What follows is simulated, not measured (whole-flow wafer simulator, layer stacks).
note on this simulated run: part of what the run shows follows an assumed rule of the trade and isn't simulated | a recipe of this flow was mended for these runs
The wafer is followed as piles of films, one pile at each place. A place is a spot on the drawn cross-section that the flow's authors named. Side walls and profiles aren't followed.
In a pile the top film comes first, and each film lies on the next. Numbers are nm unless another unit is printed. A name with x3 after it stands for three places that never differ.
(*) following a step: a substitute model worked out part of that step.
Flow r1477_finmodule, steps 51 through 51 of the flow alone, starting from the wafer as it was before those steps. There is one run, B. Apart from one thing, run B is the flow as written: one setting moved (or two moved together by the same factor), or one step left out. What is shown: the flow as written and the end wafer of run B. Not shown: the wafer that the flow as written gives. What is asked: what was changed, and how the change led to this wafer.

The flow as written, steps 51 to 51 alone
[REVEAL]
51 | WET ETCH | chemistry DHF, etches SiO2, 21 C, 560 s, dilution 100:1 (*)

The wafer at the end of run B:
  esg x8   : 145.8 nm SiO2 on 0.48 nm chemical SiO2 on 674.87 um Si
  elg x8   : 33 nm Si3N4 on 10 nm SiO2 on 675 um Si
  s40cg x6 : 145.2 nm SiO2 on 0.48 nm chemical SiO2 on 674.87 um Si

The reason: step 51, WET ETCH: 889 s was run, though the flow has 560 s.

The path from the change to this, step by step:
  51 | WET ETCH | chemistry DHF, etches SiO2, 21 C, 560 s, dilution 100:1 (*)
      esg x8, s40cg x6, s40sg x6: -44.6 SiO2 (in the flow as written it would be: -28.1 SiO2)
      elg x8: -22.3 SiO2 (all of it), -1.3 Si3N4 (in the flow as written it would be: -22.3 SiO2 (all of it), -0.41 Si3N4)
      (and at 8 other places as well)
